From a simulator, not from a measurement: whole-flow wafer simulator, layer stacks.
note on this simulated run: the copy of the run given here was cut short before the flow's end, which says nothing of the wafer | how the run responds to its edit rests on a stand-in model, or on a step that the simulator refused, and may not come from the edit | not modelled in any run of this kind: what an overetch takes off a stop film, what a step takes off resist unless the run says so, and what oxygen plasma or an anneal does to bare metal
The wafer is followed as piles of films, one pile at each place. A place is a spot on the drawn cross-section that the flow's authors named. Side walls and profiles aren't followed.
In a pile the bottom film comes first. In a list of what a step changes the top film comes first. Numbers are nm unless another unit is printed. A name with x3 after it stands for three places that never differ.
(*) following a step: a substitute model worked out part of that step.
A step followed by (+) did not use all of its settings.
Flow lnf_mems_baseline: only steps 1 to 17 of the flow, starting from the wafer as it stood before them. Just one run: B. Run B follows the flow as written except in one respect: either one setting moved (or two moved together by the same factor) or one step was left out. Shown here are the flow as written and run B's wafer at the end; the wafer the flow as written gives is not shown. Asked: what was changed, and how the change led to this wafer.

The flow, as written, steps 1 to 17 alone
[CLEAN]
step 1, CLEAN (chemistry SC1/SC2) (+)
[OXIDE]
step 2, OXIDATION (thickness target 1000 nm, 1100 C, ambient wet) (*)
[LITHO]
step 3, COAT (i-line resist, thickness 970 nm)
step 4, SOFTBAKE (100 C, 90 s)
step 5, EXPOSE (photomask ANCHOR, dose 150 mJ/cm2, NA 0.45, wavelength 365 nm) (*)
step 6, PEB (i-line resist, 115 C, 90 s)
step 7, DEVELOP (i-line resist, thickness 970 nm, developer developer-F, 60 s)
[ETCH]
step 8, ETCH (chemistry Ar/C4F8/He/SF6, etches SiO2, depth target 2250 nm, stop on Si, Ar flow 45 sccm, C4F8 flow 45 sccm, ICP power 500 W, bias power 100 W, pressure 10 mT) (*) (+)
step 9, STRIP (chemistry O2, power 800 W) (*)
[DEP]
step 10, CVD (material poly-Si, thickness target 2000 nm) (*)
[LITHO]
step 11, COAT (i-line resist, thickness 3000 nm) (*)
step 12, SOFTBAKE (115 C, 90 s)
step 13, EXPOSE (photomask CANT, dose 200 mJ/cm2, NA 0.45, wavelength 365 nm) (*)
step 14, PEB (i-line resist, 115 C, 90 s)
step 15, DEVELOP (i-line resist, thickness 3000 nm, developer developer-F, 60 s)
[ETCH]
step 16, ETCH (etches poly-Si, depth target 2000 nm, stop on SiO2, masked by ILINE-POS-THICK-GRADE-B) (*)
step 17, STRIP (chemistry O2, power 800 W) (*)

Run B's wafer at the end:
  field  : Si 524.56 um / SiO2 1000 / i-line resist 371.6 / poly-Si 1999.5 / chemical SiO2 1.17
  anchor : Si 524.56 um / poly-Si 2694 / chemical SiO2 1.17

Cause: step 9, STRIP: chemistry O2, power 800 W (*), was skipped.

The path from the change to this, step by step:
  step 10, CVD (material poly-Si, thickness target 2000 nm) (*)
      anchor: poly-Si gains 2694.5 (new film) (in the flow as written it would be: poly-Si gains 2322 (new film))
  step 17, STRIP (chemistry O2, power 800 W) (*)
      trench, char_slit: i-line resist loses 371.6 (all of it) (in the flow as written it would be: nothing)
